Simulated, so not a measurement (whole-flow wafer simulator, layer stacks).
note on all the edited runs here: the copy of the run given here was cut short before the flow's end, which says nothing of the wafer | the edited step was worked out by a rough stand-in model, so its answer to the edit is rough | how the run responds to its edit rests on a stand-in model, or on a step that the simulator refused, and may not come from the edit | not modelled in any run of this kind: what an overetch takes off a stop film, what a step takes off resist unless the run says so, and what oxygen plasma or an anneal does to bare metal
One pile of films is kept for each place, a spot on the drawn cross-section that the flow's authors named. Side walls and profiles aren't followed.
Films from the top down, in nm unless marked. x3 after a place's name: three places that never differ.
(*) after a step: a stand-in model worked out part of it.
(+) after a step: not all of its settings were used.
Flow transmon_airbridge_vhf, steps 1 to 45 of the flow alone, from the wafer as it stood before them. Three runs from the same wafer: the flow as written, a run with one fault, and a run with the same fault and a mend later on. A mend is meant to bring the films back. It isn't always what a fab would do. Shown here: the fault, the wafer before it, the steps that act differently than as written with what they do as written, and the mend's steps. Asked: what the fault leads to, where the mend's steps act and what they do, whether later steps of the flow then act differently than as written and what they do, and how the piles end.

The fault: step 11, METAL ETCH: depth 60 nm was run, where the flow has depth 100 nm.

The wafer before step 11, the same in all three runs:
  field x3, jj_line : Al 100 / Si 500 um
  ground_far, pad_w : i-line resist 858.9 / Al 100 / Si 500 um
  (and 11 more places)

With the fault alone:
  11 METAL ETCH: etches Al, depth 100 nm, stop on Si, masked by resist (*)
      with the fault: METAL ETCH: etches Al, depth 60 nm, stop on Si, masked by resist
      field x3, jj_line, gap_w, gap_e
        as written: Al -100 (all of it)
        with the fault: Al -60
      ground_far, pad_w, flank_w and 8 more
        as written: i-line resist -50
        with the fault: i-line resist -30
  Later steps of the flow that act differently than as written (14 more steps differ only slightly, by at most 2% or 0.5 nm, whichever is larger, and aren't shown):
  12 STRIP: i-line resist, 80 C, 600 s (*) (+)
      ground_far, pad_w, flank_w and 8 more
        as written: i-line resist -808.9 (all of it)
        with the fault: i-line resist -828.9 (all of it)
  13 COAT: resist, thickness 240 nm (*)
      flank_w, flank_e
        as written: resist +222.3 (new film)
        with the fault: resist +228.9 (new film)
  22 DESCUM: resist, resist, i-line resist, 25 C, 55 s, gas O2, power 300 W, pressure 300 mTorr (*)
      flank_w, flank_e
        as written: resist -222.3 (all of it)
        with the fault: resist -228.9 (all of it)
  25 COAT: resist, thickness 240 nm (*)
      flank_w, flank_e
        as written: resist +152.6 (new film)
        with the fault: resist +157 (new film)
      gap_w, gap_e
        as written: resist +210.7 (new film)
        with the fault: resist +206.4 (new film)
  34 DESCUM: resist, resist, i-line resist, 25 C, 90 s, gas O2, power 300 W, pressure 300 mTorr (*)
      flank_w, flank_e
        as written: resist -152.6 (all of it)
        with the fault: resist -157 (all of it)
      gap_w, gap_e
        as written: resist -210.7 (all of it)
        with the fault: resist -206.4 (all of it)
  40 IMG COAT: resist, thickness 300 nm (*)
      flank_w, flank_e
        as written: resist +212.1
        with the fault: resist +218.3
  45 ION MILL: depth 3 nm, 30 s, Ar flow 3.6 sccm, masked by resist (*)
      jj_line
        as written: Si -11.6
        with the fault: Al -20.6
  At the end the piles differ from the flow's by more than 2% or 0.5 nm, whichever is larger, at field x3, jj_line, gap_w, gap_e.
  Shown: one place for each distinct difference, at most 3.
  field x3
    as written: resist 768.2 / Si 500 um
    with the fault: resist 768.2 / Al 40 / Si 500 um
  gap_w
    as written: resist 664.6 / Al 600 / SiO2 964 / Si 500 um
    with the fault: resist 653.5 / Al 600 / SiO2 964 / Al 40 / Si 500 um
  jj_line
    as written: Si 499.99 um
    with the fault: Al 19.4 / Si 500 um

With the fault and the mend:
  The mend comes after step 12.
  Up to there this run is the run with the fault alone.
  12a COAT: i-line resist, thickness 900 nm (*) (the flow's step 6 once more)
      field x3, jj_line, trace_open_s x2, margin_s, bridge_strip, margin_n
        i-line resist +900 (new film)
      pad_w, pad_e
        i-line resist +892.6 (new film)
      flank_w, flank_e
        i-line resist +885.9 (new film)
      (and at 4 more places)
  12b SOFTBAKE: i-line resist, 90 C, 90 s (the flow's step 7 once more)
      flank_w, flank_e
        i-line resist -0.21
      gap_w, gap_e
        i-line resist +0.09
      cpw_trace
        i-line resist -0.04
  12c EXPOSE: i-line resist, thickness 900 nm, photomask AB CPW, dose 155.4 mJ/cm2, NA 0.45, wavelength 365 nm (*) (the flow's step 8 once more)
      changes no film at any place that is followed
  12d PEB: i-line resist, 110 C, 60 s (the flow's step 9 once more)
      field x3, jj_line, trace_open_s x2, margin_s, bridge_strip, margin_n
        i-line resist -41
      pad_w, pad_e
        i-line resist -40.7
      flank_w, flank_e
        i-line resist -40.4
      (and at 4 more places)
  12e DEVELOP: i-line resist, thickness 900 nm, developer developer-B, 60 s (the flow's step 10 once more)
      ground_far, trace_open_s x2, margin_s, bridge_strip, margin_n
        i-line resist -0.03
      field x3, jj_line
        i-line resist -859 (all of it)
      gap_w, gap_e
        i-line resist -890.3 (all of it)
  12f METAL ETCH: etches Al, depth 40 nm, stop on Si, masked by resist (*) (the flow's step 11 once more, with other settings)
      ground_far, pad_w, flank_w and 8 more
        i-line resist -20
      field x3, jj_line, gap_w, gap_e
        Al -40 (all of it)
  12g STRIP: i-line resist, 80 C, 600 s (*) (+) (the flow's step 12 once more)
      trace_open_s x2, margin_s, bridge_strip, margin_n
        i-line resist -838.9 (all of it)
      pad_w, pad_e
        i-line resist -831.9 (all of it)
      flank_w, flank_e
        i-line resist -825.3 (all of it)
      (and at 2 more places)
  No later step of the flow acts differently than as written at any place that is followed.
  At the end the piles are the same as the flow's at every place that both follow.
